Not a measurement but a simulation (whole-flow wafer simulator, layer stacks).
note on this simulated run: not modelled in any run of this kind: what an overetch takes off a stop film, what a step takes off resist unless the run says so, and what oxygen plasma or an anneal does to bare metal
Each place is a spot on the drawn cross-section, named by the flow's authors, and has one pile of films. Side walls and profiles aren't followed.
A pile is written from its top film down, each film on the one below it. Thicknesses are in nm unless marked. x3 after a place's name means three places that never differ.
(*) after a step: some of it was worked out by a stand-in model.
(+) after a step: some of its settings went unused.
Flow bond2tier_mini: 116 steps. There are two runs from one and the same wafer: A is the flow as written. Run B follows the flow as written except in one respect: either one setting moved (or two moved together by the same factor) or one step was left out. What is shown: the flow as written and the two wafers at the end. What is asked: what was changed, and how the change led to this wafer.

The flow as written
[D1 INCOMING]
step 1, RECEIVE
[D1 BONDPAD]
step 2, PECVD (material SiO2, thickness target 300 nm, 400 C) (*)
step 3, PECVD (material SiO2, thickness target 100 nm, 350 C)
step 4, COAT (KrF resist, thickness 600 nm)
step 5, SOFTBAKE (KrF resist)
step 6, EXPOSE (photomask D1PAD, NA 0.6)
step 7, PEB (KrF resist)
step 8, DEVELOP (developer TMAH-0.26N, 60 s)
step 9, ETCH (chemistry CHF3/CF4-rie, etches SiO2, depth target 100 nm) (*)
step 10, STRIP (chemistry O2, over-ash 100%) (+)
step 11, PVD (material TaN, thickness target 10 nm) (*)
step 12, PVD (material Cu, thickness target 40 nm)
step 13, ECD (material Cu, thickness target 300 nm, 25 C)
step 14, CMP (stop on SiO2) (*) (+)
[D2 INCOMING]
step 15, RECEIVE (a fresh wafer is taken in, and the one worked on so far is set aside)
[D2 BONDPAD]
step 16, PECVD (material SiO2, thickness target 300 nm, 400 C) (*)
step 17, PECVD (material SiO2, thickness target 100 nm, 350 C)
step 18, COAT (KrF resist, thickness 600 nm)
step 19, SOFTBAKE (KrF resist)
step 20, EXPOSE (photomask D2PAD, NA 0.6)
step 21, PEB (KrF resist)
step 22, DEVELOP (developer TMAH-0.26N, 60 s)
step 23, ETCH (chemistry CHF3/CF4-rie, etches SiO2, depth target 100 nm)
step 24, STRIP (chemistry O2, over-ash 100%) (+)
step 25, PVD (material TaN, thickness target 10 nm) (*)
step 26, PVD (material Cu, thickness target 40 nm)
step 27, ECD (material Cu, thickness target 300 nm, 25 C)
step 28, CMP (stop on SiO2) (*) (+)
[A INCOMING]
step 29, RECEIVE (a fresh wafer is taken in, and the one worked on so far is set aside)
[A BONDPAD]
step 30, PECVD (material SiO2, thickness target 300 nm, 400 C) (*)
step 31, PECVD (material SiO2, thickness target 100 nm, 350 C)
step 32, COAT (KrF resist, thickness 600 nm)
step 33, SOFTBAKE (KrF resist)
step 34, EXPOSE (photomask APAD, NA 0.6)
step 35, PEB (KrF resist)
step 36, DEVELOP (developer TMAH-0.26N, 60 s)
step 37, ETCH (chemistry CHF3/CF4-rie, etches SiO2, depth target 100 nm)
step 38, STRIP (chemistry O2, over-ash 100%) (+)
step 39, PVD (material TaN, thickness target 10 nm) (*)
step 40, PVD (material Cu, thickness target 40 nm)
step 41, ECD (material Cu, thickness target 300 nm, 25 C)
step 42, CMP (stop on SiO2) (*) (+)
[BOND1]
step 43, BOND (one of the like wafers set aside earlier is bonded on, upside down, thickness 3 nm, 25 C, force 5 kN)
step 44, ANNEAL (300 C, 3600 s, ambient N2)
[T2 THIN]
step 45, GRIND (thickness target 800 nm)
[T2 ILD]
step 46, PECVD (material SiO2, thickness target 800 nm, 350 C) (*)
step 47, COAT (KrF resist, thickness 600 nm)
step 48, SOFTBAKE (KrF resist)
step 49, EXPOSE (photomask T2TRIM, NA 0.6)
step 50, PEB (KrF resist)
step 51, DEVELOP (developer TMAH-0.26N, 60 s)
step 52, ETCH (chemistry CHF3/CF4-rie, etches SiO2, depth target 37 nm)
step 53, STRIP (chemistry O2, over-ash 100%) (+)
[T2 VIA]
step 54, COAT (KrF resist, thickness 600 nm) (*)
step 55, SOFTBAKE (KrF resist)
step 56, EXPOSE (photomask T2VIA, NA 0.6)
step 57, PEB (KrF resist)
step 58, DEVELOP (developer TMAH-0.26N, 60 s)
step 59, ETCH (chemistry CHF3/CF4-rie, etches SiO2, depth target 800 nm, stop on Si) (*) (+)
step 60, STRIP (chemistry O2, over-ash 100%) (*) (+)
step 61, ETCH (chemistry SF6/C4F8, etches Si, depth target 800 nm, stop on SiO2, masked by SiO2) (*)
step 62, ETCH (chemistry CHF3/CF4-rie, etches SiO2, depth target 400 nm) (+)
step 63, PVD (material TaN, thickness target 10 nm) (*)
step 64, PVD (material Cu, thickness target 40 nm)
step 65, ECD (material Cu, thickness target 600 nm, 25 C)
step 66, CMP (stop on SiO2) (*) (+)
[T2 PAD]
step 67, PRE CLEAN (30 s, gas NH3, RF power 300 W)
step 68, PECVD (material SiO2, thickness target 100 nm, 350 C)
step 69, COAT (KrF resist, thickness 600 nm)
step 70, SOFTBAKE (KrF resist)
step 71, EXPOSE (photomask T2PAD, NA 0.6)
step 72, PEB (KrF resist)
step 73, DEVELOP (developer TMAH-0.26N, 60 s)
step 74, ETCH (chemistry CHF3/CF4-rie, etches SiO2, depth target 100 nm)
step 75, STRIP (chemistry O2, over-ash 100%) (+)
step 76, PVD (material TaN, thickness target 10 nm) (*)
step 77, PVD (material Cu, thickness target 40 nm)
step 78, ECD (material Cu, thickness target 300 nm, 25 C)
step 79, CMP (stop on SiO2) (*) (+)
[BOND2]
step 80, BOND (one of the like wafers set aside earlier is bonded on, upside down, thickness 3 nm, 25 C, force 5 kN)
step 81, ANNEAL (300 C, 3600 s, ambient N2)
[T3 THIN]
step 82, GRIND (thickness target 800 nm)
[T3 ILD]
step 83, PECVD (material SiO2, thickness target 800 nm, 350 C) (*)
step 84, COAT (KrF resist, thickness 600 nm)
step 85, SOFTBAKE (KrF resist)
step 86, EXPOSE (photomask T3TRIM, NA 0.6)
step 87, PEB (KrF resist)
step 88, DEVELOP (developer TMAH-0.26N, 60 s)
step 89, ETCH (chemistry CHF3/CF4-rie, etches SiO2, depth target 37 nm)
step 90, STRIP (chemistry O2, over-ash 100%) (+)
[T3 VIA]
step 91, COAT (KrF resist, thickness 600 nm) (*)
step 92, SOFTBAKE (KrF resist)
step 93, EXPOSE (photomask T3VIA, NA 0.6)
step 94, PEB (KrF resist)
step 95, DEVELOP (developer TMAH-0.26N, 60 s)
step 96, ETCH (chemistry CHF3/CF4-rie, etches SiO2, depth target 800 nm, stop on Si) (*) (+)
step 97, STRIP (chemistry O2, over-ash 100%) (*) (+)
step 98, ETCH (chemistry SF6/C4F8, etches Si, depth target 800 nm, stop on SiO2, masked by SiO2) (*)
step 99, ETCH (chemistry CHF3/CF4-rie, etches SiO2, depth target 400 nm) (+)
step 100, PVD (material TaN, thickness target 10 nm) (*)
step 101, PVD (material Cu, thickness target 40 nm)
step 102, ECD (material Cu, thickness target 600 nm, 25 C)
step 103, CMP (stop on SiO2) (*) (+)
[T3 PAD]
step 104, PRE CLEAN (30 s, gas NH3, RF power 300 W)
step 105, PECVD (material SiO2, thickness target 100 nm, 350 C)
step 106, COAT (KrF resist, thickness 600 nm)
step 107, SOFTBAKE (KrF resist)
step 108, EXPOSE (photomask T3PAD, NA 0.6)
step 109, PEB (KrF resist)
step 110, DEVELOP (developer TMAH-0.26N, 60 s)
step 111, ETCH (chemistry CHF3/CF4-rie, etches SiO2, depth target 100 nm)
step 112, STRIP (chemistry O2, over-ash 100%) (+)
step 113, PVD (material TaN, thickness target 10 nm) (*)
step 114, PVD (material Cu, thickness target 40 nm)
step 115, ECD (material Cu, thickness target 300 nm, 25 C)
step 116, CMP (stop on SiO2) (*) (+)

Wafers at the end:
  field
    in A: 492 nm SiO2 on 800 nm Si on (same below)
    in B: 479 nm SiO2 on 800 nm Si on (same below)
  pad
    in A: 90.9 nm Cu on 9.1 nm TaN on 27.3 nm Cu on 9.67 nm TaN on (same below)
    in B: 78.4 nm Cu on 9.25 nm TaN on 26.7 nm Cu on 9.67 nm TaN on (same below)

What caused this: step 105, PECVD: thickness target 87 nm was run, while the flow as written has thickness target 100 nm.

How this came from the change, step by step:
  step 105, PECVD (material SiO2, thickness target 100 nm, 350 C)
      field: A +100 SiO2 | B +87 SiO2
      pad: A +100 SiO2 (new film) | B +87 SiO2 (new film)
  step 111, ETCH (chemistry CHF3/CF4-rie, etches SiO2, depth target 100 nm)
      pad: A -100 SiO2 (all of it) | B -87 SiO2 (all of it), -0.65 Cu
  step 115, ECD (material Cu, thickness target 300 nm, 25 C)
      pad: A +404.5 Cu | B +391.6 Cu
